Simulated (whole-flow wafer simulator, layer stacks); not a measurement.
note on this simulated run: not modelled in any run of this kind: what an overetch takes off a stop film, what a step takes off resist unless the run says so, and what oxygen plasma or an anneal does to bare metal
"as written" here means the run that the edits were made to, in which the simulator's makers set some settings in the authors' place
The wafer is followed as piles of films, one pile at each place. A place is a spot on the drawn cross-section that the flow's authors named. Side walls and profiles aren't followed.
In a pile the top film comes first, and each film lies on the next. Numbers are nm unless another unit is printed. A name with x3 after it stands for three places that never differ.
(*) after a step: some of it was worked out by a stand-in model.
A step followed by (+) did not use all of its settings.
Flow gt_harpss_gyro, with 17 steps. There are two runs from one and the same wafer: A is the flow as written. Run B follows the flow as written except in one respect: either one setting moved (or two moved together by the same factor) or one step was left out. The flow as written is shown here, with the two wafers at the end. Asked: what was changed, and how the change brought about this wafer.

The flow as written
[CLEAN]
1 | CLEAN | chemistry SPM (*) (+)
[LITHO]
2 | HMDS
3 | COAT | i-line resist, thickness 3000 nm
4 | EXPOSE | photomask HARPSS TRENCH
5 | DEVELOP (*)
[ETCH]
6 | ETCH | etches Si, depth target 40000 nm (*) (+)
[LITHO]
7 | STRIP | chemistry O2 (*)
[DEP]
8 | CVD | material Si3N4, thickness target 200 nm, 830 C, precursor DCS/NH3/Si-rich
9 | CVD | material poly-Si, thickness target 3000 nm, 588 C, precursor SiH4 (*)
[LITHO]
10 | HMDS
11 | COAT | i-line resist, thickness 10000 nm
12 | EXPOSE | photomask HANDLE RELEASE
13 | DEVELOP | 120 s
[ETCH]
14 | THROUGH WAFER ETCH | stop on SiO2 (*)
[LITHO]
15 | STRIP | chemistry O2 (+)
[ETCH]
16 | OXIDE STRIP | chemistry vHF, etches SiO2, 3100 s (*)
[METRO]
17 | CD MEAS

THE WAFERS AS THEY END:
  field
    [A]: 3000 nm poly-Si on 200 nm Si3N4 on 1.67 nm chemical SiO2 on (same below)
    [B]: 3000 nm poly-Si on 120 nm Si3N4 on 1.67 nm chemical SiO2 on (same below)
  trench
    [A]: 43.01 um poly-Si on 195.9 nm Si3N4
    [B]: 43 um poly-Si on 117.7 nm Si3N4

Cause: step 8, CVD: thickness target 120 nm was run, whereas the flow has thickness target 200 nm.
The wafer itself shows it: field has Si3N4 120, and step 8 as written asks for 200 nm.

The path from the change to this, step by step:
  8 | CVD | material Si3N4, thickness target 200 nm, 830 C, precursor DCS/NH3/Si-rich
      field: A Si3N4 gains 200 (new film) | B Si3N4 gains 120 (new film)
      trench: A Si3N4 gains 195.9 (new film) | B Si3N4 gains 117.7 (new film)
  9 | CVD | material poly-Si, thickness target 3000 nm, 588 C, precursor SiH4 (*)
      trench: A poly-Si gains 43.01 um (new film) | B poly-Si gains 43 um (new film)
